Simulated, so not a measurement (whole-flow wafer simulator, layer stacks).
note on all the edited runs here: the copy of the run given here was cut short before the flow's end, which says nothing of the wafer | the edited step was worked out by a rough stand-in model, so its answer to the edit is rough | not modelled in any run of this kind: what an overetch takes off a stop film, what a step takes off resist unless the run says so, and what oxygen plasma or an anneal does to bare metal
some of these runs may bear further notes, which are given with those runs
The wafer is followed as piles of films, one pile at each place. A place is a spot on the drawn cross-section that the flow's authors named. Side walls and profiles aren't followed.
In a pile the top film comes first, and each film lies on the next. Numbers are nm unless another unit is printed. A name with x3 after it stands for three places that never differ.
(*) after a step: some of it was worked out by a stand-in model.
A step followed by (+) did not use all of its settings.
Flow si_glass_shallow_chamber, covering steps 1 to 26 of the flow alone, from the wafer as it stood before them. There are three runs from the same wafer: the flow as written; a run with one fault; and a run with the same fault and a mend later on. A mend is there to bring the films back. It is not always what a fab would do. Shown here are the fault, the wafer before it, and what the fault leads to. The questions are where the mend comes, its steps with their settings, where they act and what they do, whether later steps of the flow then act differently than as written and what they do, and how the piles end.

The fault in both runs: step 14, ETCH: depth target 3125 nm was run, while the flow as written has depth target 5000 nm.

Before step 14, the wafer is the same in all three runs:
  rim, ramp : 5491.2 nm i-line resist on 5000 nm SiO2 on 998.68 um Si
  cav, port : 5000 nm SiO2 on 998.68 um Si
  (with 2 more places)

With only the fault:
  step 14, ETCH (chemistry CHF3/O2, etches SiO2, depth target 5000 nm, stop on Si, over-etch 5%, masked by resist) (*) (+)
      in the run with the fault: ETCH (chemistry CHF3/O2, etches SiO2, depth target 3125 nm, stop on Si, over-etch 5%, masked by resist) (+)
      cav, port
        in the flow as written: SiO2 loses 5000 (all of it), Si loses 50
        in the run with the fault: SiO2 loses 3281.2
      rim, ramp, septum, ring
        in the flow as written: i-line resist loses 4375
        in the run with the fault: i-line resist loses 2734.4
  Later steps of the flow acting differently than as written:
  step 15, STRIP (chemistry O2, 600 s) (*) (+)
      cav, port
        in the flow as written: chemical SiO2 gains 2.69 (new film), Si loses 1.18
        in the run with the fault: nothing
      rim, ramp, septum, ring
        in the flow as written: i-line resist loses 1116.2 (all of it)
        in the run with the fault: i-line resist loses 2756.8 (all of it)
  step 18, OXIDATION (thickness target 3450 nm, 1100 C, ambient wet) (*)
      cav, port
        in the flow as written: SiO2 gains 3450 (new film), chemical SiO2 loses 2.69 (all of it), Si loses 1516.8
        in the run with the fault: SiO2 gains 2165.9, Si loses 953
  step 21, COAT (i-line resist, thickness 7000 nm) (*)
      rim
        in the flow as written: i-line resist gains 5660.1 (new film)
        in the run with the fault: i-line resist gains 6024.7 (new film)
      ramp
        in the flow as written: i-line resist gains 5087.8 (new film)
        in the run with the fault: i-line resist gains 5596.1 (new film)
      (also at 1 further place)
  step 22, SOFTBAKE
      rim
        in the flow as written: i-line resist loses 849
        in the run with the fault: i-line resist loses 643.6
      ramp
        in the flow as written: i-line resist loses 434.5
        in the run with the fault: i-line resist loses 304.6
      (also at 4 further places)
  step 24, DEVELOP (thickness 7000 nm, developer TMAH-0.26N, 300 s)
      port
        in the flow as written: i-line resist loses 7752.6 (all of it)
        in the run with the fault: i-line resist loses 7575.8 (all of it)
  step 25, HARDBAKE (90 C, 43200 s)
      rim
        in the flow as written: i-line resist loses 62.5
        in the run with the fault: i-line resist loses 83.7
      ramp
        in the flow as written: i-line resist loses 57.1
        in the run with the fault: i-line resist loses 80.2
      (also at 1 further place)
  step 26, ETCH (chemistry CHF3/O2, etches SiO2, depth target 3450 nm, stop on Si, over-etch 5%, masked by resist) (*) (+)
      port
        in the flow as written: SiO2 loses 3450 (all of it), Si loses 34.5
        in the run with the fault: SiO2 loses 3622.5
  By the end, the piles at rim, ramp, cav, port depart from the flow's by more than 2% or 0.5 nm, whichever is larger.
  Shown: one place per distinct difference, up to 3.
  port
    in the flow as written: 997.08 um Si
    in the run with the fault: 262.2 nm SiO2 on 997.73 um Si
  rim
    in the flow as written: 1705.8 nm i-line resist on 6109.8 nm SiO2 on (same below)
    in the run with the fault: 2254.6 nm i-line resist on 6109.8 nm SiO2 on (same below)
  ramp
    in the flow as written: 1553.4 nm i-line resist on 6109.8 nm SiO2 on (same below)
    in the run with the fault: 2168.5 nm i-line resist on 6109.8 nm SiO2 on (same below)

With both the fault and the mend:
  The mend follows step 14.
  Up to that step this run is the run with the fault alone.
  step 14a, ETCH (chemistry CHF3/O2, etches SiO2, depth target 1875 nm, stop on Si, over-etch 5%, masked by resist) (*) (the flow's step 14, run once more with other settings)
      rim, ramp, septum, ring
        i-line resist loses 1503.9
      cav, port
        SiO2 loses 1718.8 (all of it), Si loses 50
  Later steps of the flow acting differently than as written:
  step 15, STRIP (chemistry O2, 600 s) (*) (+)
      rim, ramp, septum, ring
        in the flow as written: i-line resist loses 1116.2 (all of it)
        in the run with the mend: i-line resist loses 1252.9 (all of it)
  By the end, the piles equal the flow's at every place that both follow.
